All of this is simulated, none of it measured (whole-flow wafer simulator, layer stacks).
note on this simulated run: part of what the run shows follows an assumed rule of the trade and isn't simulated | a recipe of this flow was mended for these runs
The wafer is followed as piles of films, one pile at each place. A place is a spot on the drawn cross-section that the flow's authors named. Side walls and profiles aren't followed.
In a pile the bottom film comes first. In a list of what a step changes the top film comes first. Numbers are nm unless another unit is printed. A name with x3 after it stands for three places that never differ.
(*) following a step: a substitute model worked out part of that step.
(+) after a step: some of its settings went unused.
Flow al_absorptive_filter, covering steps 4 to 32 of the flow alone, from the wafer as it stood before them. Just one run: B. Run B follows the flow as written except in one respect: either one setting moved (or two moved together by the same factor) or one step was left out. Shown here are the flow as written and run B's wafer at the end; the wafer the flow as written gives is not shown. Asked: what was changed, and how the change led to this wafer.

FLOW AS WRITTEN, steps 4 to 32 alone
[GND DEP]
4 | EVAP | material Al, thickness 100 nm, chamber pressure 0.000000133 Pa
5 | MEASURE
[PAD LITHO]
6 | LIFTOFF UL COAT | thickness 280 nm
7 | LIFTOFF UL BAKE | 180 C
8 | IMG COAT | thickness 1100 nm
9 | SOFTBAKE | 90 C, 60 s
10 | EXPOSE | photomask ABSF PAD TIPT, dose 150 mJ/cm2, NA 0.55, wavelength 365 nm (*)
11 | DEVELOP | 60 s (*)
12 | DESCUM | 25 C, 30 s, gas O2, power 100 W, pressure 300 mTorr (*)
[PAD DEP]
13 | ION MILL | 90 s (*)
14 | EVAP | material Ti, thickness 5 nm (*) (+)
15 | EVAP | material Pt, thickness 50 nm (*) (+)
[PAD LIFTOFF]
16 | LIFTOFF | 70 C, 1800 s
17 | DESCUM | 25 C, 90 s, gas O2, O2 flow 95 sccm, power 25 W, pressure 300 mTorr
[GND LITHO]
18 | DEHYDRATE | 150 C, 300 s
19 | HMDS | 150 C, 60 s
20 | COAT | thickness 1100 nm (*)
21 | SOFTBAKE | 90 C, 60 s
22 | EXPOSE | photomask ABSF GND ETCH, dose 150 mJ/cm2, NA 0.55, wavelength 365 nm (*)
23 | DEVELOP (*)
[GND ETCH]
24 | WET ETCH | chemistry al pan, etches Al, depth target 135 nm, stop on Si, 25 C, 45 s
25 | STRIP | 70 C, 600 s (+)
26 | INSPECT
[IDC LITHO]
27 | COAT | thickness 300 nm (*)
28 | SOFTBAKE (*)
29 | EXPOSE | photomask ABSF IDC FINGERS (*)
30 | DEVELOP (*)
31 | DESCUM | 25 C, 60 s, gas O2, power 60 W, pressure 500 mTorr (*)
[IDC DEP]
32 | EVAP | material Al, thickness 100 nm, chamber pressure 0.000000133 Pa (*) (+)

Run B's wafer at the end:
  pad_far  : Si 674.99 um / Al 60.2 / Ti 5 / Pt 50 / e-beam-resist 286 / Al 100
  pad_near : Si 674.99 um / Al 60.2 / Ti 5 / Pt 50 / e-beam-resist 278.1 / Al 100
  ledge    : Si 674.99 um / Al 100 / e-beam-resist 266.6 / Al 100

The reason: step 13, ION MILL: 79 s was run, while the flow as written has 90 s.

Step by step, how the change led to this:
  13 | ION MILL | 90 s (*)
      gnd, ledge, res, xa_field x4, xl_gap, xl_turn, idc_field x2, idc_line: -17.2 i-line-resist (as written it would have been: -19.6 i-line-resist)
      pad_far, pad_near: -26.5 Al (as written it would have been: -30.2 Al)
